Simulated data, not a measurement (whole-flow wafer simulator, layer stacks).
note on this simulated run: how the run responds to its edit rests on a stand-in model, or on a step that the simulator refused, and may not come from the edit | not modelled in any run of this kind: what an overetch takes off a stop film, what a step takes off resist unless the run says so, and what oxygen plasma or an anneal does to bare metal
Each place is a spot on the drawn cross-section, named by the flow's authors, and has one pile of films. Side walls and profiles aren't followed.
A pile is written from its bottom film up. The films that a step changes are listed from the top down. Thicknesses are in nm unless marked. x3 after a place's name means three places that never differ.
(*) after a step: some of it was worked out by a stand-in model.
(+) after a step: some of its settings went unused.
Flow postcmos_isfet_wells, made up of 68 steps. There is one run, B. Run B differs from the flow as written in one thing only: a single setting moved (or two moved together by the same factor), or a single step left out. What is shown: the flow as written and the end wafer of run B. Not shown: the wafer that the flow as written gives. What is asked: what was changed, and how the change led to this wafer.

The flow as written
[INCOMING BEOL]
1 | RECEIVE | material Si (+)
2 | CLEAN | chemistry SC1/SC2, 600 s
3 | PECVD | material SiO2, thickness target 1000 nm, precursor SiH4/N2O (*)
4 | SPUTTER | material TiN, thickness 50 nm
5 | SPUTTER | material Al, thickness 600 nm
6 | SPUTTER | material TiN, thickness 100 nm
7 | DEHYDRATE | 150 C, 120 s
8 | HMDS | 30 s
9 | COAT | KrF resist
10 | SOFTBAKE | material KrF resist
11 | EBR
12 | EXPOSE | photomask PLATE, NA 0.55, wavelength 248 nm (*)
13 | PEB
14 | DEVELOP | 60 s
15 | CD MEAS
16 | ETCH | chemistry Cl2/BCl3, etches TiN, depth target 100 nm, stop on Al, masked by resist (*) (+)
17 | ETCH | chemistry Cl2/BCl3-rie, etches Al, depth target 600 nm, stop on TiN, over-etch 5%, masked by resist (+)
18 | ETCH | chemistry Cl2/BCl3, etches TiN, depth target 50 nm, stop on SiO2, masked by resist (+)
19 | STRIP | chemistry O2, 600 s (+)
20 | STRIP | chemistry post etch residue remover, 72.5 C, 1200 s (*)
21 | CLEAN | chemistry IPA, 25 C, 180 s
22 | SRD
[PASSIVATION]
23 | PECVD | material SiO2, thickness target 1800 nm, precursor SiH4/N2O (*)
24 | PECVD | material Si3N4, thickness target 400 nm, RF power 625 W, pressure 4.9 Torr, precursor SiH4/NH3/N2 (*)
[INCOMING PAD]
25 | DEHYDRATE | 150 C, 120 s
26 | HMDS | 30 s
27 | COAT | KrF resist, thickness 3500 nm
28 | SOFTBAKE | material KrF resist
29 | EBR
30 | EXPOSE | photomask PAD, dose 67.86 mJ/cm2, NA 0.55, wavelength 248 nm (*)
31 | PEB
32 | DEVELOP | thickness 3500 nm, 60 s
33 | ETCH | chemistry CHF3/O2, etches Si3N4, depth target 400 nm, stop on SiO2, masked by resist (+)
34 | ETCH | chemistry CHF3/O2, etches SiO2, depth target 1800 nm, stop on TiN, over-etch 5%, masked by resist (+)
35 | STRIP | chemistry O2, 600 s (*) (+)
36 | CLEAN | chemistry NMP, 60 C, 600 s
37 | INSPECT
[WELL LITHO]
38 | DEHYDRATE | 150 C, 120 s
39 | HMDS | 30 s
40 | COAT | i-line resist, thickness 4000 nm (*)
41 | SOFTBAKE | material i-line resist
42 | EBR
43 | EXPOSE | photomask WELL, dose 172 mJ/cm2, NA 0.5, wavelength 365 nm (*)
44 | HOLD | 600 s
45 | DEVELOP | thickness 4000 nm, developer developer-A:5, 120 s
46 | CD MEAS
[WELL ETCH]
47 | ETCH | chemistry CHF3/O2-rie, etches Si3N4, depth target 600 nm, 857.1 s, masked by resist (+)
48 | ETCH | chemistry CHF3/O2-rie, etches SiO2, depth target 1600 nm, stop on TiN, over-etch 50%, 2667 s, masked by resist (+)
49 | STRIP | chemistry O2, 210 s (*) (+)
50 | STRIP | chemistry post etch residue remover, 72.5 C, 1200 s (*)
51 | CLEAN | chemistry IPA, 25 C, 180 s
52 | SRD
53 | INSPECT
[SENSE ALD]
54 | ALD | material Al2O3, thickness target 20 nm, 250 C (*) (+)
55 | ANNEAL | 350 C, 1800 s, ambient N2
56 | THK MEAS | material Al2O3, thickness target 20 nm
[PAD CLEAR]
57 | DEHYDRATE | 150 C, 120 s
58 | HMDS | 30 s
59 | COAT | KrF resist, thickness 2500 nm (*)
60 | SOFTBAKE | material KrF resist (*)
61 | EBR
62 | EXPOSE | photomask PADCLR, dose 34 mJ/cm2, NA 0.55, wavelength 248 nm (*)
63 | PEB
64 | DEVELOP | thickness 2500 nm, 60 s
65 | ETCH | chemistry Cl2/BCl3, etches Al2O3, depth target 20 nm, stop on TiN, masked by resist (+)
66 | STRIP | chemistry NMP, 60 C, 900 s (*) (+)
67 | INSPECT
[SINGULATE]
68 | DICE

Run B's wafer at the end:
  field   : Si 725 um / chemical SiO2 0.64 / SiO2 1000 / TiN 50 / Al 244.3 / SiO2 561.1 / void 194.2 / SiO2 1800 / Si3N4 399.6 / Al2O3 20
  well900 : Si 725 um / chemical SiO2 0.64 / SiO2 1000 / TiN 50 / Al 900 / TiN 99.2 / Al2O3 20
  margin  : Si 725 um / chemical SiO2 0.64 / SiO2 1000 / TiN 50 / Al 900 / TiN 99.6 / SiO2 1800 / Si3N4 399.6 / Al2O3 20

Cause: step 5, SPUTTER: thickness 900 nm was run, though the flow has thickness 600 nm.
The wafer itself shows it: well900 has Al 900, and step 5 as written asks for 600 nm.

How this came from the change, step by step:
  5 | SPUTTER | material Al, thickness 600 nm
      field, margin, well900, well1300 x3, pad_rim, pad_clr, pad_open: +900 Al (new film) (as written it would have been: +600 Al (new film))
  17 | ETCH | chemistry Cl2/BCl3-rie, etches Al, depth target 600 nm, stop on TiN, over-etch 5%, masked by resist (+)
      field: -600 Al (as written it would have been: -600 Al (all of it))
  18 | ETCH | chemistry Cl2/BCl3, etches TiN, depth target 50 nm, stop on SiO2, masked by resist (+)
      field: -50 Al (as written it would have been: -50 TiN (all of it))
  20 | STRIP | chemistry post etch residue remover, 72.5 C, 1200 s (*)
      field: -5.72 Al (as written it would have been: nothing)
  23 | PECVD | material SiO2, thickness target 1800 nm, precursor SiH4/N2O (*)
      field: +1800 SiO2 (new film), +194.2 void (new film), +561.1 SiO2 (new film) (as written it would have been: +1800 SiO2 (new film), +189.9 void (new film), +559.7 SiO2)
If metal films that touch count as one body, field has 1 body; the flow as written gives 0 bodies.
